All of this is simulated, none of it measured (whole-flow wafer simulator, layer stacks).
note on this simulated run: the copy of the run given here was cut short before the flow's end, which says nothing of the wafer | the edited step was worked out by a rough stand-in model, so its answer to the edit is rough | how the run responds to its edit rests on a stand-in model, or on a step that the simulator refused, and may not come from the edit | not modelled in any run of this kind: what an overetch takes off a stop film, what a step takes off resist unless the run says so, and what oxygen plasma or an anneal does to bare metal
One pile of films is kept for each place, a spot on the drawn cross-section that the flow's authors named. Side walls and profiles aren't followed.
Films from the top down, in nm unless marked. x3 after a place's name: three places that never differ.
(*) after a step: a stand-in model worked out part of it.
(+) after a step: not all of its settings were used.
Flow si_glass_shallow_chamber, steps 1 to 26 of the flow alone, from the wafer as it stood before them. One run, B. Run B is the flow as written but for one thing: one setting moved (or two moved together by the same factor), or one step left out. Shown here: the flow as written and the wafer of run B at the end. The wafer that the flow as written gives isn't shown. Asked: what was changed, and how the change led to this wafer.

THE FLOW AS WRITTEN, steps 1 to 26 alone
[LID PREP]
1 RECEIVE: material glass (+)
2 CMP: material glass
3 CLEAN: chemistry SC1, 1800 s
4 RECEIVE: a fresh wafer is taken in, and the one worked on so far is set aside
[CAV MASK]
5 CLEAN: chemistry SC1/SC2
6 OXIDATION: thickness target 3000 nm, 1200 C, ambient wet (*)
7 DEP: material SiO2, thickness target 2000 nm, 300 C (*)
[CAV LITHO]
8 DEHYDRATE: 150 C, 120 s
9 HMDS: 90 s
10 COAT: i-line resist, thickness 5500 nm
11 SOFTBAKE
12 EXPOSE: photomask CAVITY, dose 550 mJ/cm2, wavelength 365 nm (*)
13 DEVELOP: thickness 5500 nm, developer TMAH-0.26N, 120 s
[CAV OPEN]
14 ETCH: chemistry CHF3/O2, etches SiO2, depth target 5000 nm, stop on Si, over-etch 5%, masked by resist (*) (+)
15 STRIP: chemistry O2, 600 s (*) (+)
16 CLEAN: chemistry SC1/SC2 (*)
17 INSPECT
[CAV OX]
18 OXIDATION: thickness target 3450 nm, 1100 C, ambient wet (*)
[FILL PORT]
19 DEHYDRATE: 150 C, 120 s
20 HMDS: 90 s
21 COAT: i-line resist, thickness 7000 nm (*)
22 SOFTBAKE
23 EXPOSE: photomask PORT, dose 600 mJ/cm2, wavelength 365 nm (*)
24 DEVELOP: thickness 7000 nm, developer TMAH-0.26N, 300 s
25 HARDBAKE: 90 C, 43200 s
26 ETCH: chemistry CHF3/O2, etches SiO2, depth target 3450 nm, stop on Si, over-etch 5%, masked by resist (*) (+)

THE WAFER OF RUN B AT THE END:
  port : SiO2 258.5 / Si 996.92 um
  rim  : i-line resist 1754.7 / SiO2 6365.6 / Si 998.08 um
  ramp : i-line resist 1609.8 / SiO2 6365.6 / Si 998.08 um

The cause: step 18, OXIDATION: thickness target 3881 nm was run, where the flow has thickness target 3450 nm.

How the change led to this, step by step:
  18 OXIDATION: thickness target 3450 nm, 1100 C, ambient wet (*)
      rim, ramp, septum, ring: SiO2 +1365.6, Si -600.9 (as written it would be: SiO2 +1109.8, Si -488.3)
      cav, port: SiO2 +3881 (new film), chemical SiO2 -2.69 (all of it), Si -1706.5 (as written it would be: SiO2 +3450 (new film), chemical SiO2 -2.69 (all of it), Si -1516.8)
  22 SOFTBAKE
      ramp: i-line resist -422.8 (as written it would be: i-line resist -434.5)
      cav: i-line resist +365.7 (as written it would be: i-line resist +373.7)
  25 HARDBAKE: 90 C, 43200 s
      rim: i-line resist -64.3 (as written it would be: i-line resist -62.5)
      ramp: i-line resist -59 (as written it would be: i-line resist -57.1)
  26 ETCH: chemistry CHF3/O2, etches SiO2, depth target 3450 nm, stop on Si, over-etch 5%, masked by resist (*) (+)
      port: SiO2 -3622.5 (as written it would be: SiO2 -3450 (all of it), Si -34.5)
